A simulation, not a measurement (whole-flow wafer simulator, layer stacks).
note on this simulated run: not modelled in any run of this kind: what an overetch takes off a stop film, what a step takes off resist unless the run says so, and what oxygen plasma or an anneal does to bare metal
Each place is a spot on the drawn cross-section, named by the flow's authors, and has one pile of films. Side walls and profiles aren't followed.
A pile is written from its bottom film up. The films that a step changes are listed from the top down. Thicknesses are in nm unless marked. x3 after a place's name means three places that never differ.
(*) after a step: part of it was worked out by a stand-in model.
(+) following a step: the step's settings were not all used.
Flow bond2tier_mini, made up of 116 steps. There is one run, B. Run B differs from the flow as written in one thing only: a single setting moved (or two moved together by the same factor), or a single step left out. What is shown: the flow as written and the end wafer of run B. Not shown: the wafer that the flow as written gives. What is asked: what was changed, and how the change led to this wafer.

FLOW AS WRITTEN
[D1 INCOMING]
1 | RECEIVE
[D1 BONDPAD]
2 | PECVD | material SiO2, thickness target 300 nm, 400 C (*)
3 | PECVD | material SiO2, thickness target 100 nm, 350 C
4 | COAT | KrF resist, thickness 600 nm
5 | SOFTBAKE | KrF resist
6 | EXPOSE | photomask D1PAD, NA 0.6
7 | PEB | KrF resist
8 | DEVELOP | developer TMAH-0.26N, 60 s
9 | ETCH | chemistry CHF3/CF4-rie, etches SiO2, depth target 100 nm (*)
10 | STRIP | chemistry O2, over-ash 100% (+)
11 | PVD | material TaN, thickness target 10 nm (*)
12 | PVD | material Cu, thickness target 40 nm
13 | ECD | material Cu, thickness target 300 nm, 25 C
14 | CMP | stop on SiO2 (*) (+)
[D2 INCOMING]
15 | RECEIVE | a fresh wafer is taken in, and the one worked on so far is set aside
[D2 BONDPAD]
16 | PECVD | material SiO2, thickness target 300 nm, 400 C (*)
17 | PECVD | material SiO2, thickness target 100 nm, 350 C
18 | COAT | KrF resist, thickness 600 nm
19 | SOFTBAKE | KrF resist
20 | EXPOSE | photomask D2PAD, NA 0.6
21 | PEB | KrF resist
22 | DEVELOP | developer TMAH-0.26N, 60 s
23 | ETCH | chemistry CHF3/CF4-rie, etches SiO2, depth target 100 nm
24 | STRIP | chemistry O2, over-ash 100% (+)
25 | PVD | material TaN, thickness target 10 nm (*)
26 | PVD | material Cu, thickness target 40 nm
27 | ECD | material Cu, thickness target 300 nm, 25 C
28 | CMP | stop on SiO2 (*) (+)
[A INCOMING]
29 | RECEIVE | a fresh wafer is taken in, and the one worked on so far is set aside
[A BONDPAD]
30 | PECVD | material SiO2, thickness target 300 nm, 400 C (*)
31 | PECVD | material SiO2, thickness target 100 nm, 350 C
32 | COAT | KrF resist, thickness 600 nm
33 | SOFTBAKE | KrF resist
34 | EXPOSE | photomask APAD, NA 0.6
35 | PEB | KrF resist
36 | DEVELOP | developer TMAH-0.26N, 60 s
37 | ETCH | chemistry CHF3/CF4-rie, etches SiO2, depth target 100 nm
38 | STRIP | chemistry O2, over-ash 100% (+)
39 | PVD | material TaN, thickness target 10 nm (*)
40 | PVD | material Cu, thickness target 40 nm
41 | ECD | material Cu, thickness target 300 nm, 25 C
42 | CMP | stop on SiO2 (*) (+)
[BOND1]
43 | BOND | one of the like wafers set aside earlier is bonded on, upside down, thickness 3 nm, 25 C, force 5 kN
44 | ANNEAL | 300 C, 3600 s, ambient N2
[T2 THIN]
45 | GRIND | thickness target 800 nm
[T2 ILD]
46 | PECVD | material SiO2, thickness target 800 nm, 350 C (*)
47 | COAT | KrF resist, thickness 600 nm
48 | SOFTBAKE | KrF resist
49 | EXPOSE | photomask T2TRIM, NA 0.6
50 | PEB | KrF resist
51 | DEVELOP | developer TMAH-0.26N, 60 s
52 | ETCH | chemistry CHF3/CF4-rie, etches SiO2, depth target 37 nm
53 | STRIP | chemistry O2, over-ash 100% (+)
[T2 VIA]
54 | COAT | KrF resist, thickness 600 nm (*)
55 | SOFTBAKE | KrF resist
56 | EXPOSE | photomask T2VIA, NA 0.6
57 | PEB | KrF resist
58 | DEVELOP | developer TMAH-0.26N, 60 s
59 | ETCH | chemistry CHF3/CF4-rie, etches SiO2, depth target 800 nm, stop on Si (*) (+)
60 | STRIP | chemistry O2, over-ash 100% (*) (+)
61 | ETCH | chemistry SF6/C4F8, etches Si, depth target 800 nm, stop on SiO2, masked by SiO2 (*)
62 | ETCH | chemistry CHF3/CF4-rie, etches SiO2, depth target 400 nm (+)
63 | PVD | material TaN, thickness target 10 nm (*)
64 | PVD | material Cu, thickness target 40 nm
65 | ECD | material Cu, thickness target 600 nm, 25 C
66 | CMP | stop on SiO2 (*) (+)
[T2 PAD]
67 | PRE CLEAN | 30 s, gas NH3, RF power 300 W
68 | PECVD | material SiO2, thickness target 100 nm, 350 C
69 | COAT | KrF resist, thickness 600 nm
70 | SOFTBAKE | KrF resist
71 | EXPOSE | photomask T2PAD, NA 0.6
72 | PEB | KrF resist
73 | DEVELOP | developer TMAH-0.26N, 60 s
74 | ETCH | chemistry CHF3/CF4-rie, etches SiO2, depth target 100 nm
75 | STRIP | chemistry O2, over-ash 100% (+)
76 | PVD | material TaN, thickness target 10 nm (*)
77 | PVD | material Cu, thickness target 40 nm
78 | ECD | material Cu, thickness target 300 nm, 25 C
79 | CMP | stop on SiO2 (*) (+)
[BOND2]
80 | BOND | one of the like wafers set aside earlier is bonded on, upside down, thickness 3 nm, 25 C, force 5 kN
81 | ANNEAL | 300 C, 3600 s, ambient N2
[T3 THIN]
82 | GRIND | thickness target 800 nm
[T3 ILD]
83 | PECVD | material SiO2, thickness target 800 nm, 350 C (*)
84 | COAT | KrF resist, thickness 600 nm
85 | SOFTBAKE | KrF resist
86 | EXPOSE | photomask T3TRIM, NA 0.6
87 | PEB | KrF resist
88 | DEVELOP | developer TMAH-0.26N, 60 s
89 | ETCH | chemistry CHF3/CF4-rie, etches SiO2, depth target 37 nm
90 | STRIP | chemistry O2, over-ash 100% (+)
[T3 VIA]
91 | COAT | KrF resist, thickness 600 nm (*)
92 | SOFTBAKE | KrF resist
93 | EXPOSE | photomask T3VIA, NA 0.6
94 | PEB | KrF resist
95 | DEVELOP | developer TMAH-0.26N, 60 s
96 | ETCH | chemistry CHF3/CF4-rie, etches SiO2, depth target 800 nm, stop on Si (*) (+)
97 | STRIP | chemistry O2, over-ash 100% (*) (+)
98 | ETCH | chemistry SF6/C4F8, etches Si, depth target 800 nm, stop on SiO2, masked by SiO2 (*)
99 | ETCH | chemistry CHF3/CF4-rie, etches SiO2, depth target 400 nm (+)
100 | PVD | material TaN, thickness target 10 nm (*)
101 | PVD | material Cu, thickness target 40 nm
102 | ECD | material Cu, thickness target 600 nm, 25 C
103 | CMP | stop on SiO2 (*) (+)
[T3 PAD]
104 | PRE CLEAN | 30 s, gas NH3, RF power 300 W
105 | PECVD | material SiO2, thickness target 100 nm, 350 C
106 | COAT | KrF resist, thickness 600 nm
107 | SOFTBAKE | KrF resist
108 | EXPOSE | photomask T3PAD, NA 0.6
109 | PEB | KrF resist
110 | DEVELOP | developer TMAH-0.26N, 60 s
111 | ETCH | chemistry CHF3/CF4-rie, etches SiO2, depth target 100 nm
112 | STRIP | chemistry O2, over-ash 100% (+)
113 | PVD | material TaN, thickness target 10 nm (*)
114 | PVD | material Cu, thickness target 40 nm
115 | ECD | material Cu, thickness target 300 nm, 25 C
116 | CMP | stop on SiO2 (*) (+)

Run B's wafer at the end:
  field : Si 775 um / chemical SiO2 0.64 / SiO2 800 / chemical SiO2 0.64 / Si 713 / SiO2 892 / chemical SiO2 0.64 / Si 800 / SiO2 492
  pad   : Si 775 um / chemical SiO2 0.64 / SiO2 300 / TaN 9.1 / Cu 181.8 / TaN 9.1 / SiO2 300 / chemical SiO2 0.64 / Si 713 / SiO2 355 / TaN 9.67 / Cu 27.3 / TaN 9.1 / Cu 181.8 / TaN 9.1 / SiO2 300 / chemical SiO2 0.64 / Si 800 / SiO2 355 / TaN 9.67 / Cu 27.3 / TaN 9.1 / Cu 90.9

The reason: step 45, GRIND: thickness target 713 nm was run, whereas the flow has thickness target 800 nm.
One can read it off the wafer: field has Si 713, and step 45 as written asks for 800 nm.

How this came from the change, step by step:
  45 | GRIND | thickness target 800 nm
      field, pad, via: -774.29 um Si (in the flow as written it would be: -774.2 um Si)
